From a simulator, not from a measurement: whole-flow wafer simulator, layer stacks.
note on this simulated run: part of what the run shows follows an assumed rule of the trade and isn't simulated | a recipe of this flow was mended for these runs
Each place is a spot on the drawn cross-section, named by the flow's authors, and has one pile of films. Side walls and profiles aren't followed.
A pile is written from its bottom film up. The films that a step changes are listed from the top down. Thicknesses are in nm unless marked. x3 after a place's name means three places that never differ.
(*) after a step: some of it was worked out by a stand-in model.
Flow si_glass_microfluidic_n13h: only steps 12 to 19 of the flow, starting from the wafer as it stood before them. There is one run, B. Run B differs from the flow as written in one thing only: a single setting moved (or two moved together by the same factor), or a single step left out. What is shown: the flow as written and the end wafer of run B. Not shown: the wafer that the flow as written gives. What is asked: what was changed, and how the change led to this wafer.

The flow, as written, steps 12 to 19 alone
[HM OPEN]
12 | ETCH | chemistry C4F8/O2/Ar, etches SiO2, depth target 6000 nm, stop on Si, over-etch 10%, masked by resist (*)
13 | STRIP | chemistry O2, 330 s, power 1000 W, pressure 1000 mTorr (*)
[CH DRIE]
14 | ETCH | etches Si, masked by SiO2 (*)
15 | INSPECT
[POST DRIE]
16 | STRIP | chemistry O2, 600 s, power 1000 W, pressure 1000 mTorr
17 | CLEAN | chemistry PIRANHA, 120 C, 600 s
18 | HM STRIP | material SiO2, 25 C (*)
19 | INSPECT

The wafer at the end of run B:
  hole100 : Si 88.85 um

Cause: step 12, ETCH: over-etch 8% was run, though the flow has over-etch 10%.

How this came from the change, step by step:
  12 | ETCH | chemistry C4F8/O2/Ar, etches SiO2, depth target 6000 nm, stop on Si, over-etch 10%, masked by resist (*)
      hole100: -6000 SiO2 (all of it), -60 Si (it would be, as written: -6000 SiO2 (all of it), -75 Si)
